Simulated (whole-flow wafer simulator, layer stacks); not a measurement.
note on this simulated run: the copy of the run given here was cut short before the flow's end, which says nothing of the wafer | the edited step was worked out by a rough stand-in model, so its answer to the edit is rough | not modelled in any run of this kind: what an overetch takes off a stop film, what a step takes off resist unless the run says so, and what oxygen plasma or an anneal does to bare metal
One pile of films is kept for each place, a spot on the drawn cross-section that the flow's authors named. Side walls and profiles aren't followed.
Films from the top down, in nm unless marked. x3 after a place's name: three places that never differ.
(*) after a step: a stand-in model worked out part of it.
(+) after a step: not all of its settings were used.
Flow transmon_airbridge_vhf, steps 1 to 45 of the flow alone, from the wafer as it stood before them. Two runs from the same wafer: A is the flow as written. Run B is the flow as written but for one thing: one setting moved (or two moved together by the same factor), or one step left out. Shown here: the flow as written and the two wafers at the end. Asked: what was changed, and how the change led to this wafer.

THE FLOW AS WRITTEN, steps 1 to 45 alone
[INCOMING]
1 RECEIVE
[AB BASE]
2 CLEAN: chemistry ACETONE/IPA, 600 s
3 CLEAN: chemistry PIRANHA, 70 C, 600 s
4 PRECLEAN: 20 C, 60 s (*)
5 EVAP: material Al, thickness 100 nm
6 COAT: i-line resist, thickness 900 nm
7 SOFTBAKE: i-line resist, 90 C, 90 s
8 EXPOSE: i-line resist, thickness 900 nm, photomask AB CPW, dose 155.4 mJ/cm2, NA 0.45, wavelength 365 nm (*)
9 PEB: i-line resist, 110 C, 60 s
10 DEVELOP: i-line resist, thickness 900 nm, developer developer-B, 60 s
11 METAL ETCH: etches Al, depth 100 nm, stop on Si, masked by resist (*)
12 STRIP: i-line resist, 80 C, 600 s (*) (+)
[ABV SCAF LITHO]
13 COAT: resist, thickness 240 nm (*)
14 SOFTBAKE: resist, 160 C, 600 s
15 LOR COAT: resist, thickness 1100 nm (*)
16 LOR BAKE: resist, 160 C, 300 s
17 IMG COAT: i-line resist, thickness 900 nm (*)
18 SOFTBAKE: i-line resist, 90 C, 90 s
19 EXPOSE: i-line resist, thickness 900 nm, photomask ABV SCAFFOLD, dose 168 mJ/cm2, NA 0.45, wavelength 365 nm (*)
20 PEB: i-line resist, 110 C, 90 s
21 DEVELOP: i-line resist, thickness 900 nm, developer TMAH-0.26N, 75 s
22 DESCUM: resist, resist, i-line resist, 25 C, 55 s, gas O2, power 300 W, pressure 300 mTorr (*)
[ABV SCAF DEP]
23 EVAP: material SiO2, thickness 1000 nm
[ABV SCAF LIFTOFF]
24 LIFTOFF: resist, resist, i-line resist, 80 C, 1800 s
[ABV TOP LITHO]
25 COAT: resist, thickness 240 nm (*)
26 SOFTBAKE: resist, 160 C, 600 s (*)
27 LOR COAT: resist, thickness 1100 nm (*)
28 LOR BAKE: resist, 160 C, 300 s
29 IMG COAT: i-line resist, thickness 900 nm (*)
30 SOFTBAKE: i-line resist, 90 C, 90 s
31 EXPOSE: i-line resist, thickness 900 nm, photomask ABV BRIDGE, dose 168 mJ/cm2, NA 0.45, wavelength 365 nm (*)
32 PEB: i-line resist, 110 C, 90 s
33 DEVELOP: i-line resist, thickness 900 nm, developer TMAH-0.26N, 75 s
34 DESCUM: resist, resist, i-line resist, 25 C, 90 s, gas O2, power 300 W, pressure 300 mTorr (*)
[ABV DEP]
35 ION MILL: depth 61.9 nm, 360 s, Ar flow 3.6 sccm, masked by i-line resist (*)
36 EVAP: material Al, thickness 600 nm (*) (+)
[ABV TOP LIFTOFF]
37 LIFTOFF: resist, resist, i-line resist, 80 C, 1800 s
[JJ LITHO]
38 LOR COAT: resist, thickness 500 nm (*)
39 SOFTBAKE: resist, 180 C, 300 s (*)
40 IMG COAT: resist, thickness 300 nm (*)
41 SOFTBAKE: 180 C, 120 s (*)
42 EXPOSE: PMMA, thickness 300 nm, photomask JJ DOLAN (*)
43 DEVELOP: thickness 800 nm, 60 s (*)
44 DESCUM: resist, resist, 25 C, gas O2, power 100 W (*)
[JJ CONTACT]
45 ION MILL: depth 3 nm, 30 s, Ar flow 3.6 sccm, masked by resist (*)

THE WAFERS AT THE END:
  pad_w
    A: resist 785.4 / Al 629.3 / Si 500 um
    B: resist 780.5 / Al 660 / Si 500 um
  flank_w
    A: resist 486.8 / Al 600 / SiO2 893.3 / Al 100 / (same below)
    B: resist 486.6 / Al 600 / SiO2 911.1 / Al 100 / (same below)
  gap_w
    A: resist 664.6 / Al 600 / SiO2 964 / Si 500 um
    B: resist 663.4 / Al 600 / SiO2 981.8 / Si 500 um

The cause: step 35, ION MILL: depth 31.32 nm was run, where the flow has depth 61.9 nm; step 35, ION MILL: 182.2 s was run, where the flow has 360 s.

How the change led to this, step by step:
  35 ION MILL: depth 61.9 nm, 360 s, Ar flow 3.6 sccm, masked by i-line resist (*)
      field x3, jj_line, ground_far, trace_open_s x2, margin_s, margin_n: A i-line resist -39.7 | B i-line resist -20.1
      flank_w, gap_w, cpw_trace, gap_e, flank_e, bridge_strip: A SiO2 -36 | B SiO2 -18.2
      (and at 2 more places)
  37 LIFTOFF: resist, resist, i-line resist, 80 C, 1800 s
      field x3, jj_line, trace_open_s x2: A Al -600 (all of it), i-line resist -600 (all of it), resist -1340 (all of it) | B Al -600 (all of it), i-line resist -619.6 (all of it), resist -1340 (all of it)
      margin_s, margin_n: A Al -600 (all of it), i-line resist -318.3 (all of it), resist -992 (all of it) | B Al -600 (all of it), i-line resist -337.9 (all of it), resist -992 (all of it)
      (and at 1 more place)
